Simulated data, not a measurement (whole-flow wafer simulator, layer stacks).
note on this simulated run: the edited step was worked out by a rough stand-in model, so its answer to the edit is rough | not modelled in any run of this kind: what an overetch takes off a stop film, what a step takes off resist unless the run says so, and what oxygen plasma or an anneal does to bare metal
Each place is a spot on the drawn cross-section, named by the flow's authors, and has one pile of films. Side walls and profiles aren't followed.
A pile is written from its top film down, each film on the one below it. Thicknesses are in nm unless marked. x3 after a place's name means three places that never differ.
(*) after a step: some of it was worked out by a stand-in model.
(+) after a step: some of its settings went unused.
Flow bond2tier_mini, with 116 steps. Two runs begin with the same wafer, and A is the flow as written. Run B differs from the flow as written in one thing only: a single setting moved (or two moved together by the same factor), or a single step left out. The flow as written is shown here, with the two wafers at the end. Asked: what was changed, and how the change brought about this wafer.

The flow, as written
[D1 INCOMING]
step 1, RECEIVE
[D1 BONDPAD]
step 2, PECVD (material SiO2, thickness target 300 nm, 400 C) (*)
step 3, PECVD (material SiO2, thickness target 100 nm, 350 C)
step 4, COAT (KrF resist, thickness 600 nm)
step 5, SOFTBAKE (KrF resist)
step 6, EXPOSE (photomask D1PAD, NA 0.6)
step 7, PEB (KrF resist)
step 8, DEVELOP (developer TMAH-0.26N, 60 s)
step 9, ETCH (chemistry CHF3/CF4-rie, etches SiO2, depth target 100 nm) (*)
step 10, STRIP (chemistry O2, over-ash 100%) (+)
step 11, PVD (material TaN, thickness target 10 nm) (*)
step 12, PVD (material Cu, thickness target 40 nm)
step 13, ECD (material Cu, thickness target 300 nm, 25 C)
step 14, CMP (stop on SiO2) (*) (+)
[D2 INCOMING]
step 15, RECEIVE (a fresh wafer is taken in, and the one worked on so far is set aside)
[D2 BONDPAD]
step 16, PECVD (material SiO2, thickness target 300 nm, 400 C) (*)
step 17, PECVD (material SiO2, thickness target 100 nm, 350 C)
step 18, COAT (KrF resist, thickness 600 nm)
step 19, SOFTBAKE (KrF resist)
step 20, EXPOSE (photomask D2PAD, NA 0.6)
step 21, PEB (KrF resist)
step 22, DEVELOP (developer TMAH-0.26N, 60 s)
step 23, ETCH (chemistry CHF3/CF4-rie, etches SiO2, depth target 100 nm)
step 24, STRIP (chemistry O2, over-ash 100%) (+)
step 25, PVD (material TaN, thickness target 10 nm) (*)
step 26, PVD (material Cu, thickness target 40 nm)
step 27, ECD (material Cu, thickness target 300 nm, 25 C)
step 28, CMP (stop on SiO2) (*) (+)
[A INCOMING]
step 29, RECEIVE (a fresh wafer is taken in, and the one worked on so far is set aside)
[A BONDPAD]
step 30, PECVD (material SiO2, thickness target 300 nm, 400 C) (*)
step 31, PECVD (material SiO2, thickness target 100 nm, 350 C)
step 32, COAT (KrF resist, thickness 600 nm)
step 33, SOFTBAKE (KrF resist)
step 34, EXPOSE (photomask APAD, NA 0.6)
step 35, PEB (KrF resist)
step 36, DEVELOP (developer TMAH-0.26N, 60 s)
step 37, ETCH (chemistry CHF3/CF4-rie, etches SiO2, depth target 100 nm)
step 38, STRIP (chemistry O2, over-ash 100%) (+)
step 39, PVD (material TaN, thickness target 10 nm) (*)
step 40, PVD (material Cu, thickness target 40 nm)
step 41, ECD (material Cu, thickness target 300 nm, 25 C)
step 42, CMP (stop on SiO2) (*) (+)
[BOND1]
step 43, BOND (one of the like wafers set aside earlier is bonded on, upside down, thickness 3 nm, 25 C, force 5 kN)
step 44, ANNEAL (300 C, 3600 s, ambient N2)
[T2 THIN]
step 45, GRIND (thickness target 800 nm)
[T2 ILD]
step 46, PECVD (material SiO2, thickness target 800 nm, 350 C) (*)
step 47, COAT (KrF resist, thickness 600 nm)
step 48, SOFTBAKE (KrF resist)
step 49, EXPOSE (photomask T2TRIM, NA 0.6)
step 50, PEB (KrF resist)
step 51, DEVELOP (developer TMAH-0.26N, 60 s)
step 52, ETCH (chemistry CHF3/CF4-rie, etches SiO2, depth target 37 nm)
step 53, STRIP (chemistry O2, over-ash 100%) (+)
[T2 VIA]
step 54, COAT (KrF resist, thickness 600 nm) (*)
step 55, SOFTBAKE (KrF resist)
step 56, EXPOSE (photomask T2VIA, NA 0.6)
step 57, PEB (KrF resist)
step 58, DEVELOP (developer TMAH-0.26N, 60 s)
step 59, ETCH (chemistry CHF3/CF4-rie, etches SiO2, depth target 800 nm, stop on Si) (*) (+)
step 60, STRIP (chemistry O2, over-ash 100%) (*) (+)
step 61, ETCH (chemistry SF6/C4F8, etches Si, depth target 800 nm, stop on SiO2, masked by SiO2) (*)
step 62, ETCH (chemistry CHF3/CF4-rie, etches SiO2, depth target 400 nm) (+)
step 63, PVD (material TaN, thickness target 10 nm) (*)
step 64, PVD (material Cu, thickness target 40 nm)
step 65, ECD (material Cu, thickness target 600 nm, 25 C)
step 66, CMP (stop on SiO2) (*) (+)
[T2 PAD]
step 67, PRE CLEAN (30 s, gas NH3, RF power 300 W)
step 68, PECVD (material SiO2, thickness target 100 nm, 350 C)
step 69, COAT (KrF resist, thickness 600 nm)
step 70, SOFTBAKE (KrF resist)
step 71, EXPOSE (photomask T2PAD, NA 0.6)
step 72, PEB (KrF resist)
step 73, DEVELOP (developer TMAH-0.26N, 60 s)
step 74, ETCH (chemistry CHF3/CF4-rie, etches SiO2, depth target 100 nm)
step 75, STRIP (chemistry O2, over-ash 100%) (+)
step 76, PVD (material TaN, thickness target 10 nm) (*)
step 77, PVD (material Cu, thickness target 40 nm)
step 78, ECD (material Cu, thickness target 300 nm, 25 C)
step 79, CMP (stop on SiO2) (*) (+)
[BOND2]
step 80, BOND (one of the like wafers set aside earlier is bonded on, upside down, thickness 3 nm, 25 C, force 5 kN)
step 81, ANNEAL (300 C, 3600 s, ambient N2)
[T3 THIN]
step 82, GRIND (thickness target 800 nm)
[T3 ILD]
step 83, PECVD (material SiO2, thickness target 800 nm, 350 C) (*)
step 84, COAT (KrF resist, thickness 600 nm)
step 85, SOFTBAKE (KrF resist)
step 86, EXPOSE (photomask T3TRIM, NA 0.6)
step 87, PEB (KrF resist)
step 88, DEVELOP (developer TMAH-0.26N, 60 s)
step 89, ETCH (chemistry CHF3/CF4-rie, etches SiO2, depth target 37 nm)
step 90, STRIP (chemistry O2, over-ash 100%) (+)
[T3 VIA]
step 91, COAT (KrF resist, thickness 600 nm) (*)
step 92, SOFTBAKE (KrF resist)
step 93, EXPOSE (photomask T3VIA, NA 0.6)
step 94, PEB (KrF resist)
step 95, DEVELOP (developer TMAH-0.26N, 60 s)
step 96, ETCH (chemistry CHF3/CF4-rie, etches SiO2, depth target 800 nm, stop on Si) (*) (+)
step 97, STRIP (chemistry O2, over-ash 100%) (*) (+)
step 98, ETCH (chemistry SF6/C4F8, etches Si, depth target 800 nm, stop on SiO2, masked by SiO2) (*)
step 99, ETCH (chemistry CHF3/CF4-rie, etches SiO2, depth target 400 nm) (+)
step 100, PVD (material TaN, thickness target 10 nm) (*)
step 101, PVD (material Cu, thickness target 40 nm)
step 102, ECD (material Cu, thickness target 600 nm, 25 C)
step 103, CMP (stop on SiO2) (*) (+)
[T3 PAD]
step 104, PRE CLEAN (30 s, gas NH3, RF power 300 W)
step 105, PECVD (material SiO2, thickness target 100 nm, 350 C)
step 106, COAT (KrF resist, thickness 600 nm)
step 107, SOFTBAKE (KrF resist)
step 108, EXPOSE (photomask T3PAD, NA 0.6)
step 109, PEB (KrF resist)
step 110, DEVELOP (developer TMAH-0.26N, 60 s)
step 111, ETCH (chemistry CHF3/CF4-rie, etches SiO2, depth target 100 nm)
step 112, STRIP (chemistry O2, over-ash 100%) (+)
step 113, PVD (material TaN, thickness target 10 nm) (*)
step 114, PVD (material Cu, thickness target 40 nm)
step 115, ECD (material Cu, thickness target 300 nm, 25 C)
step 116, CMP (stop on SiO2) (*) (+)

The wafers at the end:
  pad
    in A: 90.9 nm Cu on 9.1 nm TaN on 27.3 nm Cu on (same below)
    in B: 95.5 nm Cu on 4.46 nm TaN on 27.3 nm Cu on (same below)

Cause: step 113, PVD: thickness target 4.9 nm was run, while the flow as written has thickness target 10 nm.

How this came from the change, step by step:
  step 113, PVD (material TaN, thickness target 10 nm) (*)
      field: A TaN gains 10 (new film) | B TaN gains 4.9 (new film)
      pad: A TaN gains 9.1 (new film) | B TaN gains 4.46 (new film)
  step 116, CMP (stop on SiO2) (*) (+)
      field: A Cu loses 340 (all of it), TaN loses 10 (all of it) | B Cu loses 340 (all of it), TaN loses 4.9 (all of it)
